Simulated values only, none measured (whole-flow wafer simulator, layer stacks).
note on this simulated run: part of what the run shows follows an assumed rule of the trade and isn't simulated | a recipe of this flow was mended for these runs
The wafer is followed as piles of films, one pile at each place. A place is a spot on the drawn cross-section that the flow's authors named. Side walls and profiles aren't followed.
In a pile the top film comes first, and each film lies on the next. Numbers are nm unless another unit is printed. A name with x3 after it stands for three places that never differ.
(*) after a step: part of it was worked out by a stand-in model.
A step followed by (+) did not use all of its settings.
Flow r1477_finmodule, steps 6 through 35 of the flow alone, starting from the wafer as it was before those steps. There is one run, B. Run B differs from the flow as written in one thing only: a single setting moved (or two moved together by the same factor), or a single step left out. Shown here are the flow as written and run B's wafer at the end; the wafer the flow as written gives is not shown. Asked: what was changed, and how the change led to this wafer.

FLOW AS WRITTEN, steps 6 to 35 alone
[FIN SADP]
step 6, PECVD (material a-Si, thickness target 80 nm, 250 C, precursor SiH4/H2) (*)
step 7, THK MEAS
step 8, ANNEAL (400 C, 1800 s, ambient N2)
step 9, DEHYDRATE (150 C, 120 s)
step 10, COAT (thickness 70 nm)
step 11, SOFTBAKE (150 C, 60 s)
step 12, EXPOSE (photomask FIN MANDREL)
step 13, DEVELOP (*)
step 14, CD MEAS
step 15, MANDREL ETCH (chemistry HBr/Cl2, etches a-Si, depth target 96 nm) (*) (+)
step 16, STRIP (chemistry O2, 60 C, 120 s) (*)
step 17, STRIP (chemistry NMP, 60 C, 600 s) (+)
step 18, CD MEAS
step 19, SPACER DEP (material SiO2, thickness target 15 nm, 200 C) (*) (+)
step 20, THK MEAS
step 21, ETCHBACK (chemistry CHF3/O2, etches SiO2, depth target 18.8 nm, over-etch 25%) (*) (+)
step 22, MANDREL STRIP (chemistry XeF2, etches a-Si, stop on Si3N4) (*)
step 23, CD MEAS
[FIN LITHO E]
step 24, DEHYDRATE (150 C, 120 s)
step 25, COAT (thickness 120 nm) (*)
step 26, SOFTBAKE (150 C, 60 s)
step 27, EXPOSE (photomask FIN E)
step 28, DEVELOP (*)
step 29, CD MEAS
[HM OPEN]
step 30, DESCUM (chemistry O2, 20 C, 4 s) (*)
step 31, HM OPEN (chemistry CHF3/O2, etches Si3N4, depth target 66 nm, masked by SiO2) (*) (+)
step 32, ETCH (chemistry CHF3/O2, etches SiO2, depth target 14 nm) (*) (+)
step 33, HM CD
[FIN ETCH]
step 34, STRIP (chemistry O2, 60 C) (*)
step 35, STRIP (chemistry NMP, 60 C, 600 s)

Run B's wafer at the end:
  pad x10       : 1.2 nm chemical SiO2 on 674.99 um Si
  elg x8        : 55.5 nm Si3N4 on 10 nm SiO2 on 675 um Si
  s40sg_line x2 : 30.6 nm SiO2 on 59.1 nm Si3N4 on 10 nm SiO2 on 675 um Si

What caused this: step 15, MANDREL ETCH: depth target 86.4 nm was run, while the flow as written has depth target 96 nm.

How this came from the change, step by step:
  step 15, MANDREL ETCH (chemistry HBr/Cl2, etches a-Si, depth target 96 nm) (*) (+)
      pad x10, elg x8, s40sg x2, s40sg_line x2, s45sg x2, s45sg_line x2, s50sg x2, s50sg_line x2: a-Si loses 80 (all of it), Si3N4 loses 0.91 (in the flow as written it would be: a-Si loses 80 (all of it), Si3N4 loses 2.29)
      s40cg x2, s45cg x2, s50cg x2: e-beam-resist loses 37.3 (in the flow as written it would be: e-beam-resist loses 41)
  step 16, STRIP (chemistry O2, 60 C, 120 s) (*)
      s40cg x2, s45cg x2, s50cg x2: chemical SiO2 gains 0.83 (new film), e-beam-resist loses 32.7 (all of it), a-Si loses 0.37 (in the flow as written it would be: chemical SiO2 gains 0.89 (new film), e-beam-resist loses 29 (all of it), a-Si loses 0.39)
  step 31, HM OPEN (chemistry CHF3/O2, etches Si3N4, depth target 66 nm, masked by SiO2) (*) (+)
      pad x10, s40sg x2, s45sg x2, s50sg x2: Si3N4 loses 55.5 (all of it), SiO2 loses 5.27 (in the flow as written it would be: Si3N4 loses 54.1 (all of it), SiO2 loses 5.95)
  step 32, ETCH (chemistry CHF3/O2, etches SiO2, depth target 14 nm) (*) (+)
      pad x10, s40sg x2, s45sg x2, s50sg x2: SiO2 loses 4.73 (all of it), Si loses 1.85 (in the flow as written it would be: SiO2 loses 4.05 (all of it), Si loses 1.99)
